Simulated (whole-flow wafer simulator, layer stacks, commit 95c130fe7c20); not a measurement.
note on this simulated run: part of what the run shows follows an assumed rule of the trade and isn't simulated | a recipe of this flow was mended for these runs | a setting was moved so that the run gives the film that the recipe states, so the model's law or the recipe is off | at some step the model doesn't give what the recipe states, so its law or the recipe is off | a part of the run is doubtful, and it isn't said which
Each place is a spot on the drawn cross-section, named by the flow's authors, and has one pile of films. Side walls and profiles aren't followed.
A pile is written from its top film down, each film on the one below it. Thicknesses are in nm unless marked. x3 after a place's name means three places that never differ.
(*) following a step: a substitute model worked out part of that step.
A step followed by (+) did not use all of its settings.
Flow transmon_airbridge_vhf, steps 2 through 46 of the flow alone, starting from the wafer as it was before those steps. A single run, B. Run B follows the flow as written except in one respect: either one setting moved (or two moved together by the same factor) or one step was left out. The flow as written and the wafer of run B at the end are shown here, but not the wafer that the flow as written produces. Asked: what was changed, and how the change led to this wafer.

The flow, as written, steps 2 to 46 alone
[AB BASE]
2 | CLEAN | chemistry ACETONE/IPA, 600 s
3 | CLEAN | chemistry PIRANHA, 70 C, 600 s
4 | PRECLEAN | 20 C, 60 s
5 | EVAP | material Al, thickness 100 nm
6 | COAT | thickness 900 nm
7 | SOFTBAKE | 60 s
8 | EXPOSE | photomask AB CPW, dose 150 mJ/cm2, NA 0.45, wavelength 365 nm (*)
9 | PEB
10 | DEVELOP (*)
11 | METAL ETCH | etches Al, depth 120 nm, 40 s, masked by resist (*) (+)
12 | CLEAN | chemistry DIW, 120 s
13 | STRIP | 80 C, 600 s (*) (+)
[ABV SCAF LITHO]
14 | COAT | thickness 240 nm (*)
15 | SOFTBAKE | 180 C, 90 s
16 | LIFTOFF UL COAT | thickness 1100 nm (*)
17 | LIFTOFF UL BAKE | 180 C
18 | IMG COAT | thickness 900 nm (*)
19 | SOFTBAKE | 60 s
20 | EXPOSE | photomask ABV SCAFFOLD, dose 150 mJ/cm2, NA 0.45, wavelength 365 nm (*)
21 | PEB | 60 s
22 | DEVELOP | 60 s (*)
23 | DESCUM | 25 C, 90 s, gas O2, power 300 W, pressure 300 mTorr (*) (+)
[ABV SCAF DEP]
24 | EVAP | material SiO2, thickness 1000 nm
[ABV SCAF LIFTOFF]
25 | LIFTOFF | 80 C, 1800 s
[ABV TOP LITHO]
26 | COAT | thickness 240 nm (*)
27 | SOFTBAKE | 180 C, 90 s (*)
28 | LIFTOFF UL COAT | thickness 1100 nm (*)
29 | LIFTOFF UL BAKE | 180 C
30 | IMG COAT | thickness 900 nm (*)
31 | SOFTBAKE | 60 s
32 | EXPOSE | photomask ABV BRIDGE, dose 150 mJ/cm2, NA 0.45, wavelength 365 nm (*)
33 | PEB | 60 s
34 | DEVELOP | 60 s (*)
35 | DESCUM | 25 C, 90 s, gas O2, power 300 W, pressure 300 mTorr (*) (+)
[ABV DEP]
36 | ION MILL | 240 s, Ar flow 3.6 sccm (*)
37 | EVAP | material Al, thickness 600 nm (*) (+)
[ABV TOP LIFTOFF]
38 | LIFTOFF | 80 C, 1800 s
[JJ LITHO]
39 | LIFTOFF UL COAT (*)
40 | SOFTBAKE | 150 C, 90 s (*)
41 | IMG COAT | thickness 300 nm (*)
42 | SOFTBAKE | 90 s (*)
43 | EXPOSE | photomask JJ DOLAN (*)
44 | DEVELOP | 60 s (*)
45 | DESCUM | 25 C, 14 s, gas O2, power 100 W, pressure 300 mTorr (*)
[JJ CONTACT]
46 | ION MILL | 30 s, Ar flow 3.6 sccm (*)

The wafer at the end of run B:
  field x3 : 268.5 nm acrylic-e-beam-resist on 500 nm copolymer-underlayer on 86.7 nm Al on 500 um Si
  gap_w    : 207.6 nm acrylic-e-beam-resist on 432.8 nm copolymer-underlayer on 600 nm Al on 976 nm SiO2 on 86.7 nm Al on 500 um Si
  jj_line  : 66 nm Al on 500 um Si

The reason: step 11, METAL ETCH: etches Al, depth 120 nm, 40 s, masked by resist (*) (+), was omitted.

How this came from the change, step by step:
  13 | STRIP | 80 C, 600 s (*) (+)
      ground_far, pad_w, flank_w and 8 more: i-line-resist loses 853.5 (all of it) (it would be, as written: i-line-resist loses 793.5 (all of it))
  14 | COAT | thickness 240 nm (*)
      flank_w, flank_e: acrylic-e-beam-resist gains 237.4 (new film) (it would be, as written: acrylic-e-beam-resist gains 220.6 (new film))
      gap_w, gap_e: acrylic-e-beam-resist gains 241.7 (new film) (it would be, as written: acrylic-e-beam-resist gains 252.8 (new film))
  16 | LIFTOFF UL COAT | thickness 1100 nm (*)
      gap_w, gap_e: lift-off-underlayer gains 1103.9 (new film) (it would be, as written: lift-off-underlayer gains 1133.1 (new film))
  18 | IMG COAT | thickness 900 nm (*)
      gap_w, gap_e: i-line-resist gains 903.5 (new film) (it would be, as written: i-line-resist gains 929.7 (new film))
  21 | PEB | 60 s
      gap_w, gap_e: i-line-resist loses 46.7 (it would be, as written: i-line-resist loses 48)
  22 | DEVELOP | 60 s (*)
      gap_w, gap_e: i-line-resist loses 856.8 (all of it), lift-off-underlayer loses 1103.9 (all of it) (it would be, as written: i-line-resist loses 881.7 (all of it), lift-off-underlayer loses 1133.1 (all of it))
  23 | DESCUM | 25 C, 90 s, gas O2, power 300 W, pressure 300 mTorr (*) (+)
      field x3, jj_line, ground_far, pad_w, pad_e, trace_open_s x2: i-line-resist loses 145 (it would be, as written: i-line-resist loses 151.7)
      flank_w, flank_e: acrylic-e-beam-resist loses 237.4 (all of it) (it would be, as written: acrylic-e-beam-resist loses 220.6 (all of it))
      (and at 2 other places as well)
  26 | COAT | thickness 240 nm (*)
      flank_w, flank_e: acrylic-e-beam-resist gains 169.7 (new film) (it would be, as written: acrylic-e-beam-resist gains 155.2 (new film))
      gap_w, gap_e: acrylic-e-beam-resist gains 200.4 (new film) (it would be, as written: acrylic-e-beam-resist gains 211.2 (new film))
  28 | LIFTOFF UL COAT | thickness 1100 nm (*)
      gap_w, gap_e: lift-off-underlayer gains 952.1 (new film) (it would be, as written: lift-off-underlayer gains 979.6 (new film))
      flank_w: lift-off-underlayer gains 851.3 (new film) (it would be, as written: lift-off-underlayer gains 832.3 (new film))
      (and at 1 other place as well)
  30 | IMG COAT | thickness 900 nm (*)
      gap_w, gap_e: i-line-resist gains 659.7 (new film) (it would be, as written: i-line-resist gains 685.3 (new film))
  33 | PEB | 60 s
      gap_w, gap_e: i-line-resist loses 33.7 (it would be, as written: i-line-resist loses 35)
  34 | DEVELOP | 60 s (*)
      gap_w, gap_e: i-line-resist loses 625.9 (all of it), lift-off-underlayer loses 952.1 (all of it) (it would be, as written: i-line-resist loses 650.2 (all of it), lift-off-underlayer loses 979.6 (all of it))
      flank_w: i-line-resist loses 709.1 (all of it), lift-off-underlayer loses 851.3 (all of it) (it would be, as written: i-line-resist loses 716.4 (all of it), lift-off-underlayer loses 832.3 (all of it))
      (and at 1 other place as well)
  35 | DESCUM | 25 C, 90 s, gas O2, power 300 W, pressure 300 mTorr (*) (+)
      flank_w, flank_e: acrylic-e-beam-resist loses 169.7 (all of it) (it would be, as written: acrylic-e-beam-resist loses 155.2 (all of it))
      gap_w, gap_e: acrylic-e-beam-resist loses 200.4 (all of it) (it would be, as written: acrylic-e-beam-resist loses 211.2 (all of it))
  39 | LIFTOFF UL COAT (*)
      flank_w, flank_e: copolymer-underlayer gains 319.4 (new film) (it would be, as written: copolymer-underlayer gains 308 (new film))
      gap_w, gap_e: copolymer-underlayer gains 432.8 (new film) (it would be, as written: copolymer-underlayer gains 450.2 (new film))
  41 | IMG COAT | thickness 300 nm (*)
      flank_w, flank_e: acrylic-e-beam-resist gains 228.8 (new film) (it would be, as written: acrylic-e-beam-resist gains 217.1 (new film))
      gap_w, gap_e: acrylic-e-beam-resist gains 239.1 (new film) (it would be, as written: acrylic-e-beam-resist gains 247.8 (new film))
  46 | ION MILL | 30 s, Ar flow 3.6 sccm (*)
      jj_line: Al loses 20.6 (it would be, as written: Si loses 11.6)
If metal films that touch count as one body, field x3 has 1 body; the flow as written gives 0 bodies.
If metal films that touch count as one body, gap_w has 2 bodies (between them, from the top down: SiO2 976); the flow as written gives 1 body.
If metal films that touch count as one body, jj_line has 1 body; the flow as written gives 0 bodies.
